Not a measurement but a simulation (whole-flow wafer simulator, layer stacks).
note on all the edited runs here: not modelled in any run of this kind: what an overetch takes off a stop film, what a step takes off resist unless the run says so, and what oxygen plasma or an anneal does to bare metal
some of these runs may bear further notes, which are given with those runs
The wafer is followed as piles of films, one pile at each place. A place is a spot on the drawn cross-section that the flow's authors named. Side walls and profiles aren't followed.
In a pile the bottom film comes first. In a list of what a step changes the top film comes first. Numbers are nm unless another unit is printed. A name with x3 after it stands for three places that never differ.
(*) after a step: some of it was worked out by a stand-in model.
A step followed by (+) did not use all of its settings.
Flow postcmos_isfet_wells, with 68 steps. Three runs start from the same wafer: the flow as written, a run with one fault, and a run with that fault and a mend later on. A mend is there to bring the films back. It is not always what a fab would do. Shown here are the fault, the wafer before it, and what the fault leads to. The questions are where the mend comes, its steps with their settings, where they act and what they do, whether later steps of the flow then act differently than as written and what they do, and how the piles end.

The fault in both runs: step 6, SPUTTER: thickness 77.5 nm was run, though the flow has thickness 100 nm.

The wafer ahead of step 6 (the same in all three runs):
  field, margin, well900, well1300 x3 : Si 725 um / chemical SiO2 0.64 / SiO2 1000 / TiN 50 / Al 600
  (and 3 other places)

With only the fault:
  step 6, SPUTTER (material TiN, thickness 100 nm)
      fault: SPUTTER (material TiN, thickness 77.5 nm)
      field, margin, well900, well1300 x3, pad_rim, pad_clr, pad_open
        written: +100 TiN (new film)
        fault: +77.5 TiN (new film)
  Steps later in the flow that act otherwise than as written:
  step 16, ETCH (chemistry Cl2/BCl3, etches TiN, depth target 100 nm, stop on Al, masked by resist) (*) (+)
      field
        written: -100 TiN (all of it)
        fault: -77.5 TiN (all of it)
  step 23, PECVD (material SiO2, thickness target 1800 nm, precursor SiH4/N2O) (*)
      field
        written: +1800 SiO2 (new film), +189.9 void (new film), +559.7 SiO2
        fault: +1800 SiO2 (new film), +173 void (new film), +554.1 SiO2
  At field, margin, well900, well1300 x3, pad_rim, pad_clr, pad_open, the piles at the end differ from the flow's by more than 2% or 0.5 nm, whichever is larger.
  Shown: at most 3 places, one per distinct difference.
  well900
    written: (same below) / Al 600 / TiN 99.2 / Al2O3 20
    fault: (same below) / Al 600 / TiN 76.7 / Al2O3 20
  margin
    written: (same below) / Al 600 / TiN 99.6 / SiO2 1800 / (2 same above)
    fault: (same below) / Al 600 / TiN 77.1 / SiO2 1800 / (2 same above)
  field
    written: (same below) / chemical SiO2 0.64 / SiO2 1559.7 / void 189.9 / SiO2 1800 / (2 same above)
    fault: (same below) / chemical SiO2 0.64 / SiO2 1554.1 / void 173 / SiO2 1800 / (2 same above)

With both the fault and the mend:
  The mend stands after step 15.
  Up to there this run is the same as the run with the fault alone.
  step 15a, STRIP (chemistry O2, 600 s) (+)
      margin, well900, well1300 x3, pad_rim, pad_clr, pad_open
        -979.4 KrF resist (all of it)
  step 15b, SPUTTER (material TiN, thickness 22.5 nm) (a further turn of the flow's step 6, with different settings)
      field, margin, well900, well1300 x3, pad_rim, pad_clr, pad_open
        +22.5 TiN
  step 15c, HMDS (30 s) (a further turn of the flow's step 8)
      alters no film at any place that is followed
  step 15d, COAT (KrF resist) (a further turn of the flow's step 9)
      field, margin, well900, well1300 x3, pad_rim, pad_clr, pad_open
        +1000 KrF resist (new film)
  step 15e, SOFTBAKE (material KrF resist) (a further turn of the flow's step 10)
      alters no film at any place that is followed
  step 15f, EBR (a further turn of the flow's step 11)
      alters no film at any place that is followed
  step 15g, EXPOSE (photomask PLATE, NA 0.55, wavelength 248 nm) (*) (a further turn of the flow's step 12)
      alters no film at any place that is followed
  step 15h, PEB (a further turn of the flow's step 13)
      field, margin, well900, well1300 x3, pad_rim, pad_clr, pad_open
        -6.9 KrF resist
  step 15i, DEVELOP (60 s) (a further turn of the flow's step 14)
      margin, well900, well1300 x3, pad_rim, pad_clr, pad_open
        -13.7 KrF resist
      field
        -993.1 KrF resist (all of it)
  Every later step of the flow that is run acts as written at every place that is followed.
  By the end, the piles equal the flow's at every place that both follow.
